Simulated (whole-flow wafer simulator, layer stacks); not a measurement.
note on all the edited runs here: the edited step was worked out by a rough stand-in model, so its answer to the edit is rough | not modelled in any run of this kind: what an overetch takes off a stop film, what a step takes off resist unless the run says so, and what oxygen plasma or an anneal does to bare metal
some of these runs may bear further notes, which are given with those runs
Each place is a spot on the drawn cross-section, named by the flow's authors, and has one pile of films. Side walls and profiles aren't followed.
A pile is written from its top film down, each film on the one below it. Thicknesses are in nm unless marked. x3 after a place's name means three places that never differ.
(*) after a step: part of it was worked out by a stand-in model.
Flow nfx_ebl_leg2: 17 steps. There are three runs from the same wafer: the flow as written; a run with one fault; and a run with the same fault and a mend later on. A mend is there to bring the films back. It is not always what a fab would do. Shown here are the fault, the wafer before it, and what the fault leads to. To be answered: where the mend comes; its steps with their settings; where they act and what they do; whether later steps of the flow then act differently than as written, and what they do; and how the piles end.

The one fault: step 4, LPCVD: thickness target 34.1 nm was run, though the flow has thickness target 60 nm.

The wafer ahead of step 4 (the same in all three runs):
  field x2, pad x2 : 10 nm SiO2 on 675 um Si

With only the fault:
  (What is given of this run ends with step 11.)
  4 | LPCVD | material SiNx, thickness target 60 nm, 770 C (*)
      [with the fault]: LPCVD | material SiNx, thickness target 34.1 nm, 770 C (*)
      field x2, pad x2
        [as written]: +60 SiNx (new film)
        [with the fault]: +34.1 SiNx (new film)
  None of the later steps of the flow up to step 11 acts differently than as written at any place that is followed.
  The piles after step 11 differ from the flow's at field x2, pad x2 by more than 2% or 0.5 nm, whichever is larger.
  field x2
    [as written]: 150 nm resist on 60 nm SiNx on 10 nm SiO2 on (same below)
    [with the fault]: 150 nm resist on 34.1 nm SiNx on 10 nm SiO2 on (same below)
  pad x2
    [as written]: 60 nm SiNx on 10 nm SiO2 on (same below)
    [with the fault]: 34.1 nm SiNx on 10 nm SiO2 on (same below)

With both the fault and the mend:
  The mend stands after step 5.
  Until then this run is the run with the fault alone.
  5a | ETCH | chemistry h3po4, depth target 39.21 nm
      field x2, pad x2
        -34.1 SiNx (all of it)
  5b | CLEAN | chemistry SC1/SC2 (a further turn of the flow's step 2)
      alters no film at any place that is followed
  5c | LPCVD | material SiNx, thickness target 60 nm, 770 C (*) (a further turn of the flow's step 4)
      field x2, pad x2
        +60 SiNx (new film)
  None of the later steps of the flow acts differently than as written at any place that is followed.
  At every place that both follow, the piles at the end match the flow's.
